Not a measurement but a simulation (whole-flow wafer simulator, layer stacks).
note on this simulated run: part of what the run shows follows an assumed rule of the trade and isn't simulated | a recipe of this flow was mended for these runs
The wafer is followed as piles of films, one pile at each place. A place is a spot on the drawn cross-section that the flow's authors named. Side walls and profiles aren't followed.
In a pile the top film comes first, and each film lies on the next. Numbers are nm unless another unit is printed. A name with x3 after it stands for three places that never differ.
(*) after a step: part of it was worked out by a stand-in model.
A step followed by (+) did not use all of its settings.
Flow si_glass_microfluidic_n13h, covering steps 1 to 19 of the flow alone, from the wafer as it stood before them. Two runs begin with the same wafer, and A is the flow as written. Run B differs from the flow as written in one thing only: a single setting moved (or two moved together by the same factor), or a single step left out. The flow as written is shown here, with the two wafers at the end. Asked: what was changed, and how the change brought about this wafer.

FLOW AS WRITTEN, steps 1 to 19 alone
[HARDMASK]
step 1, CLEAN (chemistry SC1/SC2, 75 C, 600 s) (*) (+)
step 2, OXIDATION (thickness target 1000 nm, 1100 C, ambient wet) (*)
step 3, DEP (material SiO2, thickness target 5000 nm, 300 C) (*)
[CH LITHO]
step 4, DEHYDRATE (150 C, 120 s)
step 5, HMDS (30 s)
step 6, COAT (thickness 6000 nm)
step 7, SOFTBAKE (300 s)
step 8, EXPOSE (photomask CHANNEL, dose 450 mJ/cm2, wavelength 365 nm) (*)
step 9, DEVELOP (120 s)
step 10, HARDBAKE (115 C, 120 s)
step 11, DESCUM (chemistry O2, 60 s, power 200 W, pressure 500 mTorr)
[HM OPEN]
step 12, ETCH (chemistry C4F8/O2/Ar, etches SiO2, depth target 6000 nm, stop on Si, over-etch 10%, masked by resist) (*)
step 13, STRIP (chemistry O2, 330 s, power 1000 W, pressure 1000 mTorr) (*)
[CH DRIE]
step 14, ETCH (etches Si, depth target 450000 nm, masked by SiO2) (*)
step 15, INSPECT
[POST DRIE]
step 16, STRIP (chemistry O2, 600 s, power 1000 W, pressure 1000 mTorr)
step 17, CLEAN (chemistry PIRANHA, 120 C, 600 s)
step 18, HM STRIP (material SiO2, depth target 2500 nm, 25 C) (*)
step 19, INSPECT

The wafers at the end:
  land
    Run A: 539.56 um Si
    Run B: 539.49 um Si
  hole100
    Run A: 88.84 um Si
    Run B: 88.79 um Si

The reason: step 2, OXIDATION: thickness target 1154 nm was run, though the flow has thickness target 1000 nm.

Step by step, how the change led to this:
  step 2, OXIDATION (thickness target 1000 nm, 1100 C, ambient wet) (*)
      land, hole100: A +1000 SiO2 (new film), -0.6 chemical SiO2 (all of it), -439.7 Si | B +1154 SiO2 (new film), -0.6 chemical SiO2 (all of it), -507.5 Si
  step 12, ETCH (chemistry C4F8/O2/Ar, etches SiO2, depth target 6000 nm, stop on Si, over-etch 10%, masked by resist) (*)
      hole100: A -6000 SiO2 (all of it), -75 Si | B -6154 SiO2 (all of it), -55.8 Si
  step 18, HM STRIP (material SiO2, depth target 2500 nm, 25 C) (*)
      land: A -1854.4 SiO2 (all of it) | B -2008.1 SiO2 (all of it)
